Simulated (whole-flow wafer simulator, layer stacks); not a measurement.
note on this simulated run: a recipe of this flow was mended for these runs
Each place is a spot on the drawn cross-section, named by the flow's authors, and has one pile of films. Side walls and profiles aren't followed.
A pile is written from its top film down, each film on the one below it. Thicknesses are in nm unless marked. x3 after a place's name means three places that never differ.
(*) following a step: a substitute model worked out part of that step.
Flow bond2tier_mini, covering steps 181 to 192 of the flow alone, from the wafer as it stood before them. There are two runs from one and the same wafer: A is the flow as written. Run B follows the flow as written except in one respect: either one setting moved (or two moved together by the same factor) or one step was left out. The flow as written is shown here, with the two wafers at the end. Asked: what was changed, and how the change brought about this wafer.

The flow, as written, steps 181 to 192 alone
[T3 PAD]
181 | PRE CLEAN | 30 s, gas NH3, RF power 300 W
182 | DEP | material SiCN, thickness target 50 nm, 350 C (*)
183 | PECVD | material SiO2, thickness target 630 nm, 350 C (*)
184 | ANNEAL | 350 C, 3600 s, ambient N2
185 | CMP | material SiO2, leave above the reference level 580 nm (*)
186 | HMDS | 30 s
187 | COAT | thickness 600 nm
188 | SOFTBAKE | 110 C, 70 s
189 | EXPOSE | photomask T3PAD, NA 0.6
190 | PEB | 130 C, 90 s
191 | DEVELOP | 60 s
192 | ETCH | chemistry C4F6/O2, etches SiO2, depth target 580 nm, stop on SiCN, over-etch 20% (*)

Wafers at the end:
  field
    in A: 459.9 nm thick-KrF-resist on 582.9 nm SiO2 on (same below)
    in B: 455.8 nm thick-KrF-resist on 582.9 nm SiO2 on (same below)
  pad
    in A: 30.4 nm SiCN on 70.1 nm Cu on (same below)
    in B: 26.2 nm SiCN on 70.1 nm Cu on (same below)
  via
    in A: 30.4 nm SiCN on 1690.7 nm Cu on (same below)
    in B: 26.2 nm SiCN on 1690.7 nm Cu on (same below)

Cause: step 192, ETCH: over-etch 24.3% was run, whereas the flow has over-etch 20%.

How this came from the change, step by step:
  192 | ETCH | chemistry C4F6/O2, etches SiO2, depth target 580 nm, stop on SiCN, over-etch 20% (*)
      pad, via: A SiO2 loses 580 (all of it), SiCN loses 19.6 | B SiO2 loses 580 (all of it), SiCN loses 23.8
      field: A thick-KrF-resist loses 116 | B thick-KrF-resist loses 120.2
